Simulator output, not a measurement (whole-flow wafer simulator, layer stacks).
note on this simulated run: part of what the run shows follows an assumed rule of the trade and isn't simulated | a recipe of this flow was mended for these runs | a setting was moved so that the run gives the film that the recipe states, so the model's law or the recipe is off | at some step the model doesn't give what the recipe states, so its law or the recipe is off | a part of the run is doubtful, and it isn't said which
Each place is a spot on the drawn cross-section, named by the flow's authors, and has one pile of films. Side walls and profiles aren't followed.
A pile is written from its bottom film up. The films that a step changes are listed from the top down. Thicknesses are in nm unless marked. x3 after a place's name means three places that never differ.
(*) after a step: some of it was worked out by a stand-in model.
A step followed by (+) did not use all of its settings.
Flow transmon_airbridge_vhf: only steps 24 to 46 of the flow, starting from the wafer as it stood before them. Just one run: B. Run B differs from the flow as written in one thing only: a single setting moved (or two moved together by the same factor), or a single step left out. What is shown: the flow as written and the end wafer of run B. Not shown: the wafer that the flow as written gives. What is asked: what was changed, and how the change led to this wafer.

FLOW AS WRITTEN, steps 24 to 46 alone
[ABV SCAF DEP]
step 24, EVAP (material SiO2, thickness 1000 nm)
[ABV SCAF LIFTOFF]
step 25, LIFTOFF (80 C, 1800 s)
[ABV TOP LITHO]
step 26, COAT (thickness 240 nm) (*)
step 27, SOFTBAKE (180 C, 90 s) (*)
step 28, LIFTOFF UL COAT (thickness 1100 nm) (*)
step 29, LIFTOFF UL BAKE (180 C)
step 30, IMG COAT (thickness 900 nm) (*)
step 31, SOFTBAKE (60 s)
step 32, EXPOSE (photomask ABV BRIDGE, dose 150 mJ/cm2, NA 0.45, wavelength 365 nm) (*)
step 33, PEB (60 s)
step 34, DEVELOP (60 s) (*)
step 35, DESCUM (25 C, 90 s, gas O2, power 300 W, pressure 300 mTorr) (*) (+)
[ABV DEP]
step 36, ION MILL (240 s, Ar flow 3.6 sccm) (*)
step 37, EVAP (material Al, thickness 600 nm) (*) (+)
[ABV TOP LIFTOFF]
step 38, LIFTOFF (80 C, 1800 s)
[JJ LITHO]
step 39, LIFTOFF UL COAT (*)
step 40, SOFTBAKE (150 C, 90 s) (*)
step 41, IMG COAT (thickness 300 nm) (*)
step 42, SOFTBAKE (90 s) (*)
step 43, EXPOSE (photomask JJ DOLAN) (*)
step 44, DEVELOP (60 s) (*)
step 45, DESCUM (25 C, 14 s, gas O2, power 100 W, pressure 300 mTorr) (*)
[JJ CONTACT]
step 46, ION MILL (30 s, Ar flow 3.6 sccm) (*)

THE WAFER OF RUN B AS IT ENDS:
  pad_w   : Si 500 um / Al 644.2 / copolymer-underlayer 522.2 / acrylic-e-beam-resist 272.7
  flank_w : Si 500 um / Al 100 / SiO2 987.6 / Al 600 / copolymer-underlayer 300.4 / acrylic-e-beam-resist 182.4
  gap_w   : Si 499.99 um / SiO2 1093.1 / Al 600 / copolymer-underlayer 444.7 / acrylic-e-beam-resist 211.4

Cause: step 24, EVAP: thickness 1120 nm was run, whereas the flow has thickness 1000 nm; step 36, ION MILL: 269 s was run, where the flow has 240 s.

Step by step, how the change led to this:
  step 24, EVAP (material SiO2, thickness 1000 nm)
      field x3, jj_line, ground_far and 10 more: +1120 SiO2 (new film) (as written it would have been: +1000 SiO2 (new film))
      flank_w, flank_e: +1014.5 SiO2 (new film) (as written it would have been: +905.8 SiO2 (new film))
  step 25, LIFTOFF (80 C, 1800 s)
      field x3, jj_line, trace_open_s x2: -1120 SiO2 (all of it), -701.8 i-line-resist (all of it), -1100 lift-off-underlayer (all of it), -240 acrylic-e-beam-resist (all of it) (as written it would have been: -1000 SiO2 (all of it), -701.8 i-line-resist (all of it), -1100 lift-off-underlayer (all of it), -240 acrylic-e-beam-resist (all of it))
      pad_w, pad_e: -1120 SiO2 (all of it), -696.3 i-line-resist (all of it), -1089.9 lift-off-underlayer (all of it), -239.3 acrylic-e-beam-resist (all of it) (as written it would have been: -1000 SiO2 (all of it), -696.3 i-line-resist (all of it), -1089.9 lift-off-underlayer (all of it), -239.3 acrylic-e-beam-resist (all of it))
      (and at 1 other place as well)
  step 26, COAT (thickness 240 nm) (*)
      flank_w, flank_e: +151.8 acrylic-e-beam-resist (new film) (as written it would have been: +155.2 acrylic-e-beam-resist (new film))
      gap_w, gap_e: +205.9 acrylic-e-beam-resist (new film) (as written it would have been: +211.2 acrylic-e-beam-resist (new film))
      (and at 5 other places as well)
  step 28, LIFTOFF UL COAT (thickness 1100 nm) (*)
      margin_s, margin_n: +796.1 lift-off-underlayer (new film) (as written it would have been: +823.4 lift-off-underlayer (new film))
      flank_w: +805.5 lift-off-underlayer (new film) (as written it would have been: +832.3 lift-off-underlayer (new film))
      (and at 2 other places as well)
  step 30, IMG COAT (thickness 900 nm) (*)
      gap_w, gap_e: +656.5 i-line-resist (new film) (as written it would have been: +685.3 i-line-resist (new film))
      margin_s, margin_n: +565.1 i-line-resist (new film) (as written it would have been: +603.2 i-line-resist (new film))
      (and at 4 other places as well)
  step 33, PEB (60 s)
      flank_w, flank_e: -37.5 i-line-resist (as written it would have been: -38.8 i-line-resist)
      gap_w, gap_e: -33.5 i-line-resist (as written it would have been: -35 i-line-resist)
      (and at 4 other places as well)
  step 34, DEVELOP (60 s) (*)
      gap_w, gap_e: -622.9 i-line-resist (all of it), -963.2 lift-off-underlayer (all of it) (as written it would have been: -650.2 i-line-resist (all of it), -979.6 lift-off-underlayer (all of it))
      flank_w: -694.2 i-line-resist (all of it), -805.5 lift-off-underlayer (all of it) (as written it would have been: -716.4 i-line-resist (all of it), -832.3 lift-off-underlayer (all of it))
      (and at 3 other places as well)
  step 35, DESCUM (25 C, 90 s, gas O2, power 300 W, pressure 300 mTorr) (*) (+)
      flank_w, flank_e: -151.8 acrylic-e-beam-resist (all of it) (as written it would have been: -155.2 acrylic-e-beam-resist (all of it))
      gap_w, gap_e: -205.9 acrylic-e-beam-resist (all of it) (as written it would have been: -211.2 acrylic-e-beam-resist (all of it))
      (and at 3 other places as well)
  step 36, ION MILL (240 s, Ar flow 3.6 sccm) (*)
      field x3, jj_line, ground_far, trace_open_s x2, margin_s, margin_n: -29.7 i-line-resist (as written it would have been: -26.5 i-line-resist)
      flank_w, gap_w, cpw_trace, gap_e, flank_e, bridge_strip: -26.9 SiO2 (as written it would have been: -24 SiO2)
      (and at 2 other places as well)
  step 38, LIFTOFF (80 C, 1800 s)
      margin_s, margin_n: -600 Al (all of it), -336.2 i-line-resist (all of it), -796.1 lift-off-underlayer (all of it), -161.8 acrylic-e-beam-resist (all of it) (as written it would have been: -600 Al (all of it), -378.2 i-line-resist (all of it), -823.4 lift-off-underlayer (all of it), -168.6 acrylic-e-beam-resist (all of it))
  step 39, LIFTOFF UL COAT (*)
      flank_w, flank_e: +300.4 copolymer-underlayer (new film) (as written it would have been: +308 copolymer-underlayer (new film))
  step 41, IMG COAT (thickness 300 nm) (*)
      margin_s, margin_n: +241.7 acrylic-e-beam-resist (new film) (as written it would have been: +249.2 acrylic-e-beam-resist (new film))
      bridge_strip: +191.4 acrylic-e-beam-resist (new film) (as written it would have been: +196.8 acrylic-e-beam-resist (new film))
